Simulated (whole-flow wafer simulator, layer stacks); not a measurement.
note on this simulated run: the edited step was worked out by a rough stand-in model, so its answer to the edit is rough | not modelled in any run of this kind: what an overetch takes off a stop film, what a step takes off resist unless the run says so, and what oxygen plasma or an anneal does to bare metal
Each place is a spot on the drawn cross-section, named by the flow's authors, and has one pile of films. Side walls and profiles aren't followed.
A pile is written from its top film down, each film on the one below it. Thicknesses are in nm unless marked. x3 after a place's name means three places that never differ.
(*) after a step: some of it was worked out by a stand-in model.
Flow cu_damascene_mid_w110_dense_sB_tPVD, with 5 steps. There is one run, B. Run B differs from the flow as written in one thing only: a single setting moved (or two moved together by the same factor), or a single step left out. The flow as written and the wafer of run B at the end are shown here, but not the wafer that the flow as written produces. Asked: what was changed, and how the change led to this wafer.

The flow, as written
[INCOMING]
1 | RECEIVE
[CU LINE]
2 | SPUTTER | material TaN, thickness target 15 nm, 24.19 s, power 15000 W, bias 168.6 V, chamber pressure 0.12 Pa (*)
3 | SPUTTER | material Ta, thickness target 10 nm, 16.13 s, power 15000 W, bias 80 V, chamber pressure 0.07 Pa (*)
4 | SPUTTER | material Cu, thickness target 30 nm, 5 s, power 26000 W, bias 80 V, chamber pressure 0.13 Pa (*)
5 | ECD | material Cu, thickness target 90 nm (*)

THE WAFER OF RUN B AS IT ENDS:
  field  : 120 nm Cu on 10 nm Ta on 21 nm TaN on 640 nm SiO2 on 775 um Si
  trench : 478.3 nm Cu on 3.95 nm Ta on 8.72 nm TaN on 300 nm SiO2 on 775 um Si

What caused this: step 2, SPUTTER: 33.87 s was run, whereas the flow has 24.19 s.

How this came from the change, step by step:
  2 | SPUTTER | material TaN, thickness target 15 nm, 24.19 s, power 15000 W, bias 168.6 V, chamber pressure 0.12 Pa (*)
      field: +21 TaN (new film) (as written it would have been: +15 TaN (new film))
      trench: +8.72 TaN (new film) (as written it would have been: +6.23 TaN (new film))
